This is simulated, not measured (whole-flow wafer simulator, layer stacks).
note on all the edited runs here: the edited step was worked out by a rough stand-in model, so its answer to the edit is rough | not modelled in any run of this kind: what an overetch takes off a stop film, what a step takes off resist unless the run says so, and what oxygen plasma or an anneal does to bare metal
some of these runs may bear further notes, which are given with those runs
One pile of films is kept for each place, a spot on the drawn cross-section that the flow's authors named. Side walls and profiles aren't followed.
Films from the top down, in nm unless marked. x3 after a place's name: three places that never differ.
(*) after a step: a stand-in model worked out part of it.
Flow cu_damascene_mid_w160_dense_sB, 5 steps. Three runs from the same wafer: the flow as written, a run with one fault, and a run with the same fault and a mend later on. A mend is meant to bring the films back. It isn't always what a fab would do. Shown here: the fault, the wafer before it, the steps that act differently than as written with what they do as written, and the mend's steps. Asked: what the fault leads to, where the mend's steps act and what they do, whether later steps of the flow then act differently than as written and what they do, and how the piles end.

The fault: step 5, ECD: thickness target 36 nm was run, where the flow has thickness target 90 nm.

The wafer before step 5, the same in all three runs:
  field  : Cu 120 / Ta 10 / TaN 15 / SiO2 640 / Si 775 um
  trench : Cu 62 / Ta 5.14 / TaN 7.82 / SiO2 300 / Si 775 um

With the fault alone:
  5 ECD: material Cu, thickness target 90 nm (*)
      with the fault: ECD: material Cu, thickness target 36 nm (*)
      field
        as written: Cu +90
        with the fault: Cu +36
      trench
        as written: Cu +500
        with the fault: Cu +36
  No later step of the flow acts differently than as written at any place that is followed.
  At the end the piles differ from the flow's by more than 2% or 0.5 nm, whichever is larger, at field, trench.
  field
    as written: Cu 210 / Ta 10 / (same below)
    with the fault: Cu 156 / Ta 10 / (same below)
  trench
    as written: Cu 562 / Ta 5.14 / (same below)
    with the fault: Cu 98 / Ta 5.14 / (same below)

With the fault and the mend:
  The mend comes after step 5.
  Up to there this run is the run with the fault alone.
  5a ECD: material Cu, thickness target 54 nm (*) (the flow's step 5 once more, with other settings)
      field
        Cu +54
      trench
        Cu +464
  No later step of the flow acts differently than as written at any place that is followed.
  At the end the piles are the same as the flow's at every place that both follow.
